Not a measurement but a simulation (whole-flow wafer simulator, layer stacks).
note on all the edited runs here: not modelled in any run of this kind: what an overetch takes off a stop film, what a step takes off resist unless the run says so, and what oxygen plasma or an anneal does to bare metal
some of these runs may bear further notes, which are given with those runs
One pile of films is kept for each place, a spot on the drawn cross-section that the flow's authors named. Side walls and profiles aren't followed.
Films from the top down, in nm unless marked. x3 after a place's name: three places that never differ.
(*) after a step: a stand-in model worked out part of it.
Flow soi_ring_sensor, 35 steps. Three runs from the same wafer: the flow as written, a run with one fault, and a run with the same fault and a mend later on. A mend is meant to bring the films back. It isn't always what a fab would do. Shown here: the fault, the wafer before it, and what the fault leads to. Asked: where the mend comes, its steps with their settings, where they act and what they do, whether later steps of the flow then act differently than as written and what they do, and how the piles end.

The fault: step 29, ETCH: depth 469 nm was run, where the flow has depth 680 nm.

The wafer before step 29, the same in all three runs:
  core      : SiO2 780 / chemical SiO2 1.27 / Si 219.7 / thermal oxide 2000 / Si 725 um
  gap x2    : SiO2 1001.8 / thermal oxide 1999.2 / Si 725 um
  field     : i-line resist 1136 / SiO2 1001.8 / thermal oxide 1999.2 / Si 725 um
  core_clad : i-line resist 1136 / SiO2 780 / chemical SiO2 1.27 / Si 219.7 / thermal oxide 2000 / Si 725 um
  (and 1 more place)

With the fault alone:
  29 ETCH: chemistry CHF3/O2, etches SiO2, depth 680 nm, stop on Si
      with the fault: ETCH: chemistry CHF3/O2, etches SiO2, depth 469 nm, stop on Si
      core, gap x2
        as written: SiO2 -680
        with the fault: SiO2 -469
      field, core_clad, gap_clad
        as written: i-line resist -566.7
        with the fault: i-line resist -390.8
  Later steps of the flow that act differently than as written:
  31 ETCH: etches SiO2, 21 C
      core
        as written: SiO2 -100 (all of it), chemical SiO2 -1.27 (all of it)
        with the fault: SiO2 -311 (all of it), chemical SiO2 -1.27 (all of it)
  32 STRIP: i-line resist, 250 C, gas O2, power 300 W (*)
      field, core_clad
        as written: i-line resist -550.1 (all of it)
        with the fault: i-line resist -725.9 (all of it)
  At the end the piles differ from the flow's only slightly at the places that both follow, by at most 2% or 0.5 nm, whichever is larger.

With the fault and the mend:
  The mend comes after step 29.
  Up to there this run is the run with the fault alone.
  29a ETCH: chemistry CHF3/O2, etches SiO2, depth 211 nm, stop on Si (the flow's step 29 once more, with other settings)
      core, gap x2
        SiO2 -211
      field, core_clad, gap_clad
        i-line resist -175.8
  No later step of the flow acts differently than as written at any place that is followed.
  At the end the piles are the same as the flow's at every place that both follow.
